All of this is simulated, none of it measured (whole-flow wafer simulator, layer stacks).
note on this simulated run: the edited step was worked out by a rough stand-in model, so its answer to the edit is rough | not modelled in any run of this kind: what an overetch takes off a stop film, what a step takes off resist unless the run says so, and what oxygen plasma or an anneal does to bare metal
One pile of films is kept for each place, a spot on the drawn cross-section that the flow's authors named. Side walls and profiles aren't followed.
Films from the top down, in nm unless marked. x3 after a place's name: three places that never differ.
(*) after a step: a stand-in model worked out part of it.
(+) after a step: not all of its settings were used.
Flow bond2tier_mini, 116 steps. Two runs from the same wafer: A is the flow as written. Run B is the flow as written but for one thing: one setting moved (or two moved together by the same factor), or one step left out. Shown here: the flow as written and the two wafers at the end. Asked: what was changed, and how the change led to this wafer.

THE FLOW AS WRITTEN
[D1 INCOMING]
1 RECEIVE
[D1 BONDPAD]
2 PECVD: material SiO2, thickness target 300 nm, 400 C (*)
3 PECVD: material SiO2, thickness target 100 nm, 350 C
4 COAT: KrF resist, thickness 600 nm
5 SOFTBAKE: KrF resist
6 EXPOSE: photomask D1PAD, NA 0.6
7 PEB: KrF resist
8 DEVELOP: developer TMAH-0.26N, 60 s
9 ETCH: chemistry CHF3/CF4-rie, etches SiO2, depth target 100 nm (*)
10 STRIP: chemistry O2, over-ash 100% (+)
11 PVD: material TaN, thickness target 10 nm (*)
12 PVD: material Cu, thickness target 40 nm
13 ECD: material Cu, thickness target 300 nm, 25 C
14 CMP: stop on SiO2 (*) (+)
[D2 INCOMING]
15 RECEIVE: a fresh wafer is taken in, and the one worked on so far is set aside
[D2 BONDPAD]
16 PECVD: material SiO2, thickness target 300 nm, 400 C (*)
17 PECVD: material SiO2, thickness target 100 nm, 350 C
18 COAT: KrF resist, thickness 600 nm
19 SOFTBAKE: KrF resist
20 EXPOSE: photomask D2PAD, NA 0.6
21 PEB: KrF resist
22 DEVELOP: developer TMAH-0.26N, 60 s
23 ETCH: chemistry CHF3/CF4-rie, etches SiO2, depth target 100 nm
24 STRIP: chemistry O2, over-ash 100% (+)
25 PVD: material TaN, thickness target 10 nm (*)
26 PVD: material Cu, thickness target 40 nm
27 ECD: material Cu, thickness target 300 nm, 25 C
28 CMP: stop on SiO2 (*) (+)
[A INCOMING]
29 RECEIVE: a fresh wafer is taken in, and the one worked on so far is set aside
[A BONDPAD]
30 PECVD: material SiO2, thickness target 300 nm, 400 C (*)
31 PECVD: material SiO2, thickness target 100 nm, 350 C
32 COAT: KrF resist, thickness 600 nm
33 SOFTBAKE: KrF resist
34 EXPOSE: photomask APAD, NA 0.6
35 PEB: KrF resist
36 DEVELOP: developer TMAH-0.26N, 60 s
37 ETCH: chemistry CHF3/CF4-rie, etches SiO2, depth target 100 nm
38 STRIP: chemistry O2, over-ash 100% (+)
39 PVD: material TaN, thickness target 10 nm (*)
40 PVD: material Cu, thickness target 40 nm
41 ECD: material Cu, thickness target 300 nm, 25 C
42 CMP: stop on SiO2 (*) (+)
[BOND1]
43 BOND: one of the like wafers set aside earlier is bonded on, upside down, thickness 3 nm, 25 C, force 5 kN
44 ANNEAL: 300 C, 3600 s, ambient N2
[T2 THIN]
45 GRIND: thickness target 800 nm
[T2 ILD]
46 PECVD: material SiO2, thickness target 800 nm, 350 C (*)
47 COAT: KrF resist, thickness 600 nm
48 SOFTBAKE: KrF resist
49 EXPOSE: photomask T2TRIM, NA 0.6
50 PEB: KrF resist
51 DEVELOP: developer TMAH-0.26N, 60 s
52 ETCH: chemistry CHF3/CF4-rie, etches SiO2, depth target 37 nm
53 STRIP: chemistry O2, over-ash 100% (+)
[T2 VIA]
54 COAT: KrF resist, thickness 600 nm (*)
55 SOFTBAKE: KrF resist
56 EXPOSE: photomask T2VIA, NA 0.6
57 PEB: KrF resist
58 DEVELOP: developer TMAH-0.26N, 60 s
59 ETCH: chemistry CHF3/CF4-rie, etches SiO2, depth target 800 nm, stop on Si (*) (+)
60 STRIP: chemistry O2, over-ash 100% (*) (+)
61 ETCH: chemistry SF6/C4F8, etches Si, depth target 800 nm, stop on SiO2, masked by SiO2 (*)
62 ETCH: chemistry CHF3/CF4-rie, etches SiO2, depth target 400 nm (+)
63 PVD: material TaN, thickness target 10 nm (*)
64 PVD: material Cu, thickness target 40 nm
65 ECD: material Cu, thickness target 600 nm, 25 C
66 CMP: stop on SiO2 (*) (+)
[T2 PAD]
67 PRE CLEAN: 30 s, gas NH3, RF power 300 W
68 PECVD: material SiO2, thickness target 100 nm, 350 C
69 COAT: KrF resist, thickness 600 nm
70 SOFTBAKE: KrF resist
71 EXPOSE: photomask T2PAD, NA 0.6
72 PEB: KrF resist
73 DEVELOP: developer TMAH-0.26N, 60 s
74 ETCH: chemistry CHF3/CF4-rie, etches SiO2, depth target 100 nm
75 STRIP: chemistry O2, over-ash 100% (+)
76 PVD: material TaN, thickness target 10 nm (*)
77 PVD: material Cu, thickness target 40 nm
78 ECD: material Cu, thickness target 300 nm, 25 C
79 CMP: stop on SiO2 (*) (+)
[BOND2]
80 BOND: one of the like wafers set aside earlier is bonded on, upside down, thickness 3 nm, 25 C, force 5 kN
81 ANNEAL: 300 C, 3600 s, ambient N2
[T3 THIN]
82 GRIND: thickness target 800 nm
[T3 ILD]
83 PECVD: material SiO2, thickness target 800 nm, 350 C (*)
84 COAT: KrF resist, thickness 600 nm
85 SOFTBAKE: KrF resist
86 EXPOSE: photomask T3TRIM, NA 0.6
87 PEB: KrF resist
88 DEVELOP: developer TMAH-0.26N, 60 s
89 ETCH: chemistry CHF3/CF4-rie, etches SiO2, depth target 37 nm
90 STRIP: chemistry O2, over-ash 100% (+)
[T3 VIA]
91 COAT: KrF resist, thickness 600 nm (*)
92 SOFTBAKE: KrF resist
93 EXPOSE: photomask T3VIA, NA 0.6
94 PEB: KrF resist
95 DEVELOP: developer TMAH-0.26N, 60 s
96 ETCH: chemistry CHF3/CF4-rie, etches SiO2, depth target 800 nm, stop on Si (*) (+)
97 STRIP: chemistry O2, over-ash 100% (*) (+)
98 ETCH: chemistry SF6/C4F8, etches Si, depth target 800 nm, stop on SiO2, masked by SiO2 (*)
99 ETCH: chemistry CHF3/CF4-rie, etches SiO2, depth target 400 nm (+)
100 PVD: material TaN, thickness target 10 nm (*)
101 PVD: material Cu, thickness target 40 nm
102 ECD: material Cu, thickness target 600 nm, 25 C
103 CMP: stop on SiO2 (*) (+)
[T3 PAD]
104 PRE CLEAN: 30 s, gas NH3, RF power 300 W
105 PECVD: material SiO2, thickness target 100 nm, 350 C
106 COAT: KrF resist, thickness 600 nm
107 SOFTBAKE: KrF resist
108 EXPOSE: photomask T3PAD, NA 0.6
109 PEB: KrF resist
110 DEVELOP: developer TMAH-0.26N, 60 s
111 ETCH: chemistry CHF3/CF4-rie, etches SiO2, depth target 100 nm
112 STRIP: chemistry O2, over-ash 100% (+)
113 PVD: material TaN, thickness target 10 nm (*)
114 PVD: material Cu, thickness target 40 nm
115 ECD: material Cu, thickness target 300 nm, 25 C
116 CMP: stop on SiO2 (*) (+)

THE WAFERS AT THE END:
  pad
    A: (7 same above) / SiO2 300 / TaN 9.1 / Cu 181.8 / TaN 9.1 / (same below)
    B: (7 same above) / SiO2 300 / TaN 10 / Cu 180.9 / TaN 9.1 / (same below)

The cause: step 25, PVD: thickness target 11 nm was run, where the flow has thickness target 10 nm.

How the change led to this, step by step:
  25 PVD: material TaN, thickness target 10 nm (*)
      field: A TaN +10 (new film) | B TaN +11 (new film)
      pad: A TaN +9.1 (new film) | B TaN +10 (new film)
      (and at 1 more place)
  28 CMP: stop on SiO2 (*) (+)
      field: A Cu -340 (all of it), TaN -10 (all of it) | B Cu -340 (all of it), TaN -11 (all of it)
  80 BOND: one of the like wafers set aside earlier is bonded on, upside down, thickness 3 nm, 25 C, force 5 kN
      pad: A Si +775 um (new film), chemical SiO2 +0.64 (new film), SiO2 +300 (new film), TaN +9.1 (new film), Cu +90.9 | B Si +775 um (new film), chemical SiO2 +0.64 (new film), SiO2 +300 (new film), TaN +10 (new film), Cu +90
